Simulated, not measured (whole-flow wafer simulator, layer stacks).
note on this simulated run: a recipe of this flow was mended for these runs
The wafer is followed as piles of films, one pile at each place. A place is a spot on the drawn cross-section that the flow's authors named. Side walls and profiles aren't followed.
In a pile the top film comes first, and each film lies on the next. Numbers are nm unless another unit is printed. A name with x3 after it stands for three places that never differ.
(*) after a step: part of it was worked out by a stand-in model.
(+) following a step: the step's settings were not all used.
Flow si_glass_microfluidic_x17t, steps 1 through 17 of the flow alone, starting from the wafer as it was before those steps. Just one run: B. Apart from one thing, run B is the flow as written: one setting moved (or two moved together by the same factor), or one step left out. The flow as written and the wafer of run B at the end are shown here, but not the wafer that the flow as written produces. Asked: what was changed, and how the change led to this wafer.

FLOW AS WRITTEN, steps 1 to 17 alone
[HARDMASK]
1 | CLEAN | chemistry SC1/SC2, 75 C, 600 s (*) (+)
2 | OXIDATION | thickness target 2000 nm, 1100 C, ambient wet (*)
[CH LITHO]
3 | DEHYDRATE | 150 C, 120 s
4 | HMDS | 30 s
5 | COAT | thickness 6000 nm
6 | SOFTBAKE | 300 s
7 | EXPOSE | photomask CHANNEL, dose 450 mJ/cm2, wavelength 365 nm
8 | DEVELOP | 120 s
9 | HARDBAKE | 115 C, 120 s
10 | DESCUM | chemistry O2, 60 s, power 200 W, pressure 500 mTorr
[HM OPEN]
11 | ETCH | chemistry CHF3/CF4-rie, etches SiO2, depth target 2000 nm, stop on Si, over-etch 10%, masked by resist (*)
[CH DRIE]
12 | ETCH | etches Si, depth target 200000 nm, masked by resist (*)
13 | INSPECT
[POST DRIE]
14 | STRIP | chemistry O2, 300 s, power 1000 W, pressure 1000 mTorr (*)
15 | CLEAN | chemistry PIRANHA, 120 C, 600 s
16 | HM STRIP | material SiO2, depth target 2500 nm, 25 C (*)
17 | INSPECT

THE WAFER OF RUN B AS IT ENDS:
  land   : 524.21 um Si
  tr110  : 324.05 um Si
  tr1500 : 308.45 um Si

What caused this: step 2, OXIDATION: 1065 C was run, though the flow has 1100 C.

The path from the change to this, step by step:
  2 | OXIDATION | thickness target 2000 nm, 1100 C, ambient wet (*)
      land, tr110, tr1500, tr15: +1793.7 SiO2 (new film), -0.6 chemical SiO2 (all of it), -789 Si (it would be, as written: +2000 SiO2 (new film), -0.6 chemical SiO2 (all of it), -879.7 Si)
  11 | ETCH | chemistry CHF3/CF4-rie, etches SiO2, depth target 2000 nm, stop on Si, over-etch 10%, masked by resist (*)
      tr110, tr1500, tr15: -1793.7 SiO2 (all of it), -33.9 Si (it would be, as written: -2000 SiO2 (all of it), -16.7 Si)
      land: -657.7 thick-i-line-resist (it would be, as written: -733.3 thick-i-line-resist)
  12 | ETCH | etches Si, depth target 200000 nm, masked by resist (*)
      tr1500: -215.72 um Si (it would be, as written: -215.73 um Si)
      tr15: -150.03 um Si (it would be, as written: -149.99 um Si)
  14 | STRIP | chemistry O2, 300 s, power 1000 W, pressure 1000 mTorr (*)
      land: -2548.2 thick-i-line-resist (all of it) (it would be, as written: -2472.3 thick-i-line-resist (all of it))
  16 | HM STRIP | material SiO2, depth target 2500 nm, 25 C (*)
      land: -1793.7 SiO2 (all of it) (it would be, as written: -2000 SiO2 (all of it))
